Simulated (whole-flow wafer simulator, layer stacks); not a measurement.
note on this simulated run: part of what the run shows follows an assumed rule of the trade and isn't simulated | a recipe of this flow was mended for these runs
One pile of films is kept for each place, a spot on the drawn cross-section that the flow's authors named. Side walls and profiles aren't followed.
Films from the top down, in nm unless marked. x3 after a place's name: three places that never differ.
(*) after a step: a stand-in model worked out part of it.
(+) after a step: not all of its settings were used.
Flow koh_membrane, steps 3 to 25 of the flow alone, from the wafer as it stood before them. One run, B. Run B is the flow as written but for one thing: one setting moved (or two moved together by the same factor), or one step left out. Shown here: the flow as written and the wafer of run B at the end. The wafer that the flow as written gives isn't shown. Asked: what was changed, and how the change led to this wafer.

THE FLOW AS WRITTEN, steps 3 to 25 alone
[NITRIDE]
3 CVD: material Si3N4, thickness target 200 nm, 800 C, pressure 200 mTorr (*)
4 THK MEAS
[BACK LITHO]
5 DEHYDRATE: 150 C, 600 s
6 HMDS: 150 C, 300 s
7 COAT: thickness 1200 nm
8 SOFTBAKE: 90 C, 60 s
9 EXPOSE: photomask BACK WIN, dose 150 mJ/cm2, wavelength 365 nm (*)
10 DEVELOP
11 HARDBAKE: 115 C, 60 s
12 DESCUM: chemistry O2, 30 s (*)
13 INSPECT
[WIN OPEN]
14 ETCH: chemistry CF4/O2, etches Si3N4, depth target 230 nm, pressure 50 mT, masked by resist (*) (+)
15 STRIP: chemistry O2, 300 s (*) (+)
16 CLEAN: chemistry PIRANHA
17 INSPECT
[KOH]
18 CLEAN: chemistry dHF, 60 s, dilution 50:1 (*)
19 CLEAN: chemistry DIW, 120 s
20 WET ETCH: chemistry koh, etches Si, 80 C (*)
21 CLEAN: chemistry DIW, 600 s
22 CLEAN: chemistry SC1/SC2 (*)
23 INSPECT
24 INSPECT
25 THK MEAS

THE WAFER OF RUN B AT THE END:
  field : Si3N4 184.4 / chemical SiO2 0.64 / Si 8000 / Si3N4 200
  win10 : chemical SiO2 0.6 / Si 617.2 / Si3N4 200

The cause: step 3, CVD: thickness target 186 nm was run, where the flow has thickness target 200 nm.

How the change led to this, step by step:
  3 CVD: material Si3N4, thickness target 200 nm, 800 C, pressure 200 mTorr (*)
      field, win20 x4, win10: Si3N4 +186 (new film) (as written it would be: Si3N4 +200 (new film))
  14 ETCH: chemistry CF4/O2, etches Si3N4, depth target 230 nm, pressure 50 mT, masked by resist (*) (+)
      win20 x4, win10: Si3N4 -186 (all of it), chemical SiO2 -0.64 (all of it), Si -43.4 (as written it would be: Si3N4 -200 (all of it), chemical SiO2 -0.64 (all of it), Si -29.4)
